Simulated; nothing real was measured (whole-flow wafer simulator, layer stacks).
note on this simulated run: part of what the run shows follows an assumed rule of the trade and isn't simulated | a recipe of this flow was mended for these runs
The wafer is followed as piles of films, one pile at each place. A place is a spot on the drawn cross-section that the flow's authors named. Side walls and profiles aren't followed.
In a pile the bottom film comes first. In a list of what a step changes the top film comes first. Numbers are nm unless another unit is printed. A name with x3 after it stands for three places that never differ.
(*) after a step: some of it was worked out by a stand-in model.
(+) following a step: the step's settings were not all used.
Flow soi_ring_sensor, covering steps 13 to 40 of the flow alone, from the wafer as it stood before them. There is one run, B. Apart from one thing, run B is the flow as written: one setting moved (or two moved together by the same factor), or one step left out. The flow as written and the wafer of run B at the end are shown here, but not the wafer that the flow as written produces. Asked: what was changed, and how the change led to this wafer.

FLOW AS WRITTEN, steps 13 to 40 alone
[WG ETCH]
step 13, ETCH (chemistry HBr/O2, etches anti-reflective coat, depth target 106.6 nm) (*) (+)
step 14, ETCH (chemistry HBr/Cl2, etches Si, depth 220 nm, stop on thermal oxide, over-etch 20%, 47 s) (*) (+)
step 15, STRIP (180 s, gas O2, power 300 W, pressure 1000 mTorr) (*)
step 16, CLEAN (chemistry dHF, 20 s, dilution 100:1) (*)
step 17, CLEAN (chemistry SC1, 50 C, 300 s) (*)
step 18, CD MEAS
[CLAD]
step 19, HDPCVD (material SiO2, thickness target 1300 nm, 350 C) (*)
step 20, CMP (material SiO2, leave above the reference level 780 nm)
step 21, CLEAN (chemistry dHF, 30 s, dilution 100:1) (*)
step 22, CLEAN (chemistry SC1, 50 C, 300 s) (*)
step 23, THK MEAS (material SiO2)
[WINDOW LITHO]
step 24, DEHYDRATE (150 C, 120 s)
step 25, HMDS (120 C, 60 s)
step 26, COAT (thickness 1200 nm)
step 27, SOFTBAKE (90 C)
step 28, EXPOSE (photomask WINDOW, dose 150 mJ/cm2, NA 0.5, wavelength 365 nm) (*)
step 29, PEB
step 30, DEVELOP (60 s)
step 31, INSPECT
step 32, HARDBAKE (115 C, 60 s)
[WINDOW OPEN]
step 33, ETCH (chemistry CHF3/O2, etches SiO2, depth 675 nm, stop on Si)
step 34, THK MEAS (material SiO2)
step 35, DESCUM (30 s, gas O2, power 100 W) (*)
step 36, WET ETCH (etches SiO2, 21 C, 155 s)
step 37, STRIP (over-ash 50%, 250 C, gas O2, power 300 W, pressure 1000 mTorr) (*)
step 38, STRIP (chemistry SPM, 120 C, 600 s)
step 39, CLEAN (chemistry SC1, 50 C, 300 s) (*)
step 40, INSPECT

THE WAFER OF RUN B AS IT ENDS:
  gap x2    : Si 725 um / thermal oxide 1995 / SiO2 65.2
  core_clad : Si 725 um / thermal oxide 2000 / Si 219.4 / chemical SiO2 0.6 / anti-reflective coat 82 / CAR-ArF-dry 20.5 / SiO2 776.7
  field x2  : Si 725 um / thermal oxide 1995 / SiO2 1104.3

What caused this: step 15, STRIP: 30 s was run, while the flow as written has 180 s.

Step by step, how the change led to this:
  step 15, STRIP (180 s, gas O2, power 300 W, pressure 1000 mTorr) (*)
      core, core_clad: -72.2 CAR-ArF-dry (it would be, as written: -92.7 CAR-ArF-dry (all of it), -82 anti-reflective coat (all of it), +0.6 chemical SiO2, -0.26 Si)
  step 16, CLEAN (chemistry dHF, 20 s, dilution 100:1) (*)
      core, core_clad: nothing (it would be, as written: -0.7 chemical SiO2)
  step 17, CLEAN (chemistry SC1, 50 C, 300 s) (*)
      core, core_clad: nothing (it would be, as written: +0.1 chemical SiO2, -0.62 Si)
  step 20, CMP (material SiO2, leave above the reference level 780 nm)
      gap x2, field x2: -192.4 SiO2 (it would be, as written: -295.8 SiO2)
  step 36, WET ETCH (etches SiO2, 21 C, 155 s)
      gap x2: -364.2 SiO2 (it would be, as written: -326.6 SiO2 (all of it), -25 thermal oxide)
      core: -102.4 SiO2 (all of it) (it would be, as written: -102.4 SiO2 (all of it), -0.6 chemical SiO2 (all of it), -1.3 Si)
  step 37, STRIP (over-ash 50%, 250 C, gas O2, power 300 W, pressure 1000 mTorr) (*)
      core: nothing (it would be, as written: +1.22 chemical SiO2 (new film), -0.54 Si)
  step 38, STRIP (chemistry SPM, 120 C, 600 s)
      core: -20.5 CAR-ArF-dry (all of it), -82 anti-reflective coat (all of it) (it would be, as written: nothing)
  step 39, CLEAN (chemistry SC1, 50 C, 300 s) (*)
      gap x2: -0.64 SiO2 (it would be, as written: -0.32 thermal oxide)
      core: under 1 film: -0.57 Si (it would be, as written: -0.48 chemical SiO2)
